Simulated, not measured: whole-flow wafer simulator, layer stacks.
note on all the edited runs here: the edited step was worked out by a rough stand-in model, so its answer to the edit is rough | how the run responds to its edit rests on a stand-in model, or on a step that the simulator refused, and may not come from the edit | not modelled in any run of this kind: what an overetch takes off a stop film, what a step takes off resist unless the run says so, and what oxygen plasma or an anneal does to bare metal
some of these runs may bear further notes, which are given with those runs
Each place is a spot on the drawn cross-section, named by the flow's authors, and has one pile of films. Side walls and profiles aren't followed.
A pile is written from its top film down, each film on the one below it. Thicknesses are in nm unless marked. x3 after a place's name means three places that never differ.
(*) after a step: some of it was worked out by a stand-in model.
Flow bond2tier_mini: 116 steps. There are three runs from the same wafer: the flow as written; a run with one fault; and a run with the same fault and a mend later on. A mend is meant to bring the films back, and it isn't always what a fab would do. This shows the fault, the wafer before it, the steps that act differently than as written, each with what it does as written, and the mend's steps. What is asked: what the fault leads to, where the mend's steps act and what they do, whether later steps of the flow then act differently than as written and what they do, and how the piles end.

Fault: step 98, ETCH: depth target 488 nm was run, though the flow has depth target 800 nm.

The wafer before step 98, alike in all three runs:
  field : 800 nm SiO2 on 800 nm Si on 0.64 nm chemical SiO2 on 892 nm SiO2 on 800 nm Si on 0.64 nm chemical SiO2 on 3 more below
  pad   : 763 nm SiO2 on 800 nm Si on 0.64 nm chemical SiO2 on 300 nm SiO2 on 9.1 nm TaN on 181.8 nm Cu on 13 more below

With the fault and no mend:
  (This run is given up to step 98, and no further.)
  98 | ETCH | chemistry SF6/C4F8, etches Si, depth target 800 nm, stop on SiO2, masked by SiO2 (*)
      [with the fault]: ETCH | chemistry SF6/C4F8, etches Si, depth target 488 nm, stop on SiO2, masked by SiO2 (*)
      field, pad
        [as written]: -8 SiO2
        [with the fault]: -4.88 SiO2
  After step 98 the piles are close to the flow's at the places that both follow, differing by at most 2% or 0.5 nm, whichever is larger.

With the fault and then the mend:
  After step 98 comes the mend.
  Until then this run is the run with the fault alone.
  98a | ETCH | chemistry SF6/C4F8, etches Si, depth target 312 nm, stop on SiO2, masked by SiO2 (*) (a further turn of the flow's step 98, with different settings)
      field, pad
        -3.12 SiO2
  Later steps of the flow that are run all act as written at every place that is followed.
  At every place that both follow, the piles at the end match the flow's.
